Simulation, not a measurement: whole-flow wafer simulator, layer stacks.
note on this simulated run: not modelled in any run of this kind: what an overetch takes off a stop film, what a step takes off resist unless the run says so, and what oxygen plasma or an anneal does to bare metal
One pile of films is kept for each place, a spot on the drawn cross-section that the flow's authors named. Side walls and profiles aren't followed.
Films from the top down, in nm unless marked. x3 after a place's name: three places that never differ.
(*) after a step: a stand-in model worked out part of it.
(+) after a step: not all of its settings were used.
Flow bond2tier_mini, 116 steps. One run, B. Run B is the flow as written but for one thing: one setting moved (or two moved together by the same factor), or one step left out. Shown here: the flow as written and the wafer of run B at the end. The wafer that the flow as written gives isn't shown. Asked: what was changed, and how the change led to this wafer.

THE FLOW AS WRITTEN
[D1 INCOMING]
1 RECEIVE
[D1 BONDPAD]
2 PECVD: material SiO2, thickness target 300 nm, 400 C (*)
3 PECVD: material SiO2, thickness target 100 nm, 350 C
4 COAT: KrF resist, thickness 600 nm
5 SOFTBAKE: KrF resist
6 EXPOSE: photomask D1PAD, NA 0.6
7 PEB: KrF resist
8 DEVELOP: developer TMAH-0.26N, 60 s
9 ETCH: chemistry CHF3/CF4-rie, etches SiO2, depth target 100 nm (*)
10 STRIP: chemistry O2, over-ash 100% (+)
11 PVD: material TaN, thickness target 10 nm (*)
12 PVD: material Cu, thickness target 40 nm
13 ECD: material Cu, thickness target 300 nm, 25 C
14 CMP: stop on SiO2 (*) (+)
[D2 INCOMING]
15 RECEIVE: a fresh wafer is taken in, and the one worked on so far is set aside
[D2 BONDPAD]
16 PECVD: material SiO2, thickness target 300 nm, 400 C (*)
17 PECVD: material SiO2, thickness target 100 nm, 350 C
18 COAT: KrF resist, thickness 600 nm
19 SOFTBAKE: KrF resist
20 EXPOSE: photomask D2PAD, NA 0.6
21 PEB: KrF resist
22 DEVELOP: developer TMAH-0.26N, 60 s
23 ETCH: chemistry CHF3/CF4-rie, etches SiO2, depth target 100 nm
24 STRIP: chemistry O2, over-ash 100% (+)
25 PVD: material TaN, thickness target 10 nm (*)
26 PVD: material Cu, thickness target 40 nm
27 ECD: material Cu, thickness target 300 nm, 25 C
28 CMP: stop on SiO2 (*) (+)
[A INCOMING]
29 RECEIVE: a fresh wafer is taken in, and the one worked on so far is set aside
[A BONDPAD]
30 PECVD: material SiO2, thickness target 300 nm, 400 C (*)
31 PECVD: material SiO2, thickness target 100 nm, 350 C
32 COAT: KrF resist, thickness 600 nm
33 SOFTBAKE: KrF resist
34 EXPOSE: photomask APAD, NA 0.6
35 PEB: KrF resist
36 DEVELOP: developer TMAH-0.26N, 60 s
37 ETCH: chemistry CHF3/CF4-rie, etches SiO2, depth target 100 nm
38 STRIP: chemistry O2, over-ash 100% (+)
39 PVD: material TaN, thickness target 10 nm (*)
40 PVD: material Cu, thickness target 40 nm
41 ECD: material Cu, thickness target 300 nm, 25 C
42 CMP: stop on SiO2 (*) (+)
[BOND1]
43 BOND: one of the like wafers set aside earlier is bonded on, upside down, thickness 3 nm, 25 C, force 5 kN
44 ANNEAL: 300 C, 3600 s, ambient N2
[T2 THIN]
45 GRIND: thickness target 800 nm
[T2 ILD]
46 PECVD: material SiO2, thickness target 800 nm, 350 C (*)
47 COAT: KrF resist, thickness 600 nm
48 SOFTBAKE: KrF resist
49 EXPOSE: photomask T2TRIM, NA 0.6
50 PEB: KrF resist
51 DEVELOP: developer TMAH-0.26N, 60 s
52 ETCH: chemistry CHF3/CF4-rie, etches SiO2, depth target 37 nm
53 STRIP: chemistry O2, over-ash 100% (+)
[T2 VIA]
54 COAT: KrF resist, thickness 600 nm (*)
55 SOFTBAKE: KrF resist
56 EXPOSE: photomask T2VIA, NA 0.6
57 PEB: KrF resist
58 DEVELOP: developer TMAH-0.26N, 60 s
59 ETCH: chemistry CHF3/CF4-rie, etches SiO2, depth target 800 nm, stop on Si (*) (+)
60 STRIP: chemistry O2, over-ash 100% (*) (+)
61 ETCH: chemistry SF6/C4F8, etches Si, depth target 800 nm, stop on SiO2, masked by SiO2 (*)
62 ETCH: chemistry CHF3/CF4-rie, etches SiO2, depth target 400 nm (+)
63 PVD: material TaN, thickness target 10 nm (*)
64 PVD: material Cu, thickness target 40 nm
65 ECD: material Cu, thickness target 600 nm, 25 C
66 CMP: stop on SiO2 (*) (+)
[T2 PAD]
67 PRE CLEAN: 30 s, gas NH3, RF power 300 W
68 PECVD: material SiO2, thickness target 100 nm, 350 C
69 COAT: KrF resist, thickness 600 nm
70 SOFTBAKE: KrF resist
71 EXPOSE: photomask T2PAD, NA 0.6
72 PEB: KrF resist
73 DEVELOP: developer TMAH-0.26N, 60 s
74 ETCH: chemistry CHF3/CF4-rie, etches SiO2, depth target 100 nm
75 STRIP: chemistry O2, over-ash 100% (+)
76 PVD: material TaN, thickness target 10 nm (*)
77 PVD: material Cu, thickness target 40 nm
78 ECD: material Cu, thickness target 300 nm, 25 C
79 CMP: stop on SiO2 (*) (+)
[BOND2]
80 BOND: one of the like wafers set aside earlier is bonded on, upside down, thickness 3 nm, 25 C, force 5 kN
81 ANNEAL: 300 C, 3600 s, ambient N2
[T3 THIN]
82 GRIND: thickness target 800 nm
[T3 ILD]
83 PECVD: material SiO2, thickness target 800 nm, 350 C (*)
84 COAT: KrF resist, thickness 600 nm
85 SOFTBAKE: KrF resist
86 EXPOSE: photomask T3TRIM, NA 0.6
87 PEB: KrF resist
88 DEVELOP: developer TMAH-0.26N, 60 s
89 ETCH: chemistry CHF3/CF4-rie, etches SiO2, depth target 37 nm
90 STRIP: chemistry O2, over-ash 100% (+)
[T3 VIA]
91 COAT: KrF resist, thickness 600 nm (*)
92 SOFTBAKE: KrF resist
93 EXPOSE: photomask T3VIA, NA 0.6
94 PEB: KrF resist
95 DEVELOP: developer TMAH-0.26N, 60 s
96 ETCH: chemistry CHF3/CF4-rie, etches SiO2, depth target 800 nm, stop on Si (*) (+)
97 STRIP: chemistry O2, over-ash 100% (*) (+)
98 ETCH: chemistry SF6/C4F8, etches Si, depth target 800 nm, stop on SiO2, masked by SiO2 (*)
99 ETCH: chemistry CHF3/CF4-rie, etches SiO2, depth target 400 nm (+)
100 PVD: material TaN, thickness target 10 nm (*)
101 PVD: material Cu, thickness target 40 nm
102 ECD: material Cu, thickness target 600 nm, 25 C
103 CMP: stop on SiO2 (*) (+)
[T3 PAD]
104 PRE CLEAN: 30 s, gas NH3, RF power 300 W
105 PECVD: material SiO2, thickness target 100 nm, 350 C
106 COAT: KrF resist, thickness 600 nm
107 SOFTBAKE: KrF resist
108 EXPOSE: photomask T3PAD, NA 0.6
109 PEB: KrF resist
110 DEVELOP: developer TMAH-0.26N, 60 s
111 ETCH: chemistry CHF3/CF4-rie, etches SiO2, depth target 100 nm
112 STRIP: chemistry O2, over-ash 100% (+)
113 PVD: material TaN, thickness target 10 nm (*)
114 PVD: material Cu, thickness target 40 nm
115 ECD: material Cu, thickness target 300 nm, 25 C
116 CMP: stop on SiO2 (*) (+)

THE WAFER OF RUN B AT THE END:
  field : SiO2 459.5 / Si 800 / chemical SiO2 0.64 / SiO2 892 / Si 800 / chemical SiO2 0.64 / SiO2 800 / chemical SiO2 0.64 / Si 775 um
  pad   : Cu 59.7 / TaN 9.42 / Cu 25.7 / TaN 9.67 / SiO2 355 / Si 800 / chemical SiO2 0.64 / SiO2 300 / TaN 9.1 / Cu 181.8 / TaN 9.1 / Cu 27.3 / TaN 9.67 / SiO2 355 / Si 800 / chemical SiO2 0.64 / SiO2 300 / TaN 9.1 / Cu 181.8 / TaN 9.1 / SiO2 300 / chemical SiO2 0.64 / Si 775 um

The cause: step 105, PECVD: thickness target 67.5 nm was run, where the flow has thickness target 100 nm.

How the change led to this, step by step:
  105 PECVD: material SiO2, thickness target 100 nm, 350 C
      field: SiO2 +67.5 (as written it would be: SiO2 +100)
      pad: SiO2 +67.5 (new film) (as written it would be: SiO2 +100 (new film))
  111 ETCH: chemistry CHF3/CF4-rie, etches SiO2, depth target 100 nm
      pad: SiO2 -67.5 (all of it), Cu -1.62 (as written it would be: SiO2 -100 (all of it))
  114 PVD: material Cu, thickness target 40 nm
      pad: Cu +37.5 (new film) (as written it would be: Cu +36.4 (new film))
  115 ECD: material Cu, thickness target 300 nm, 25 C
      pad: Cu +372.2 (as written it would be: Cu +404.5)
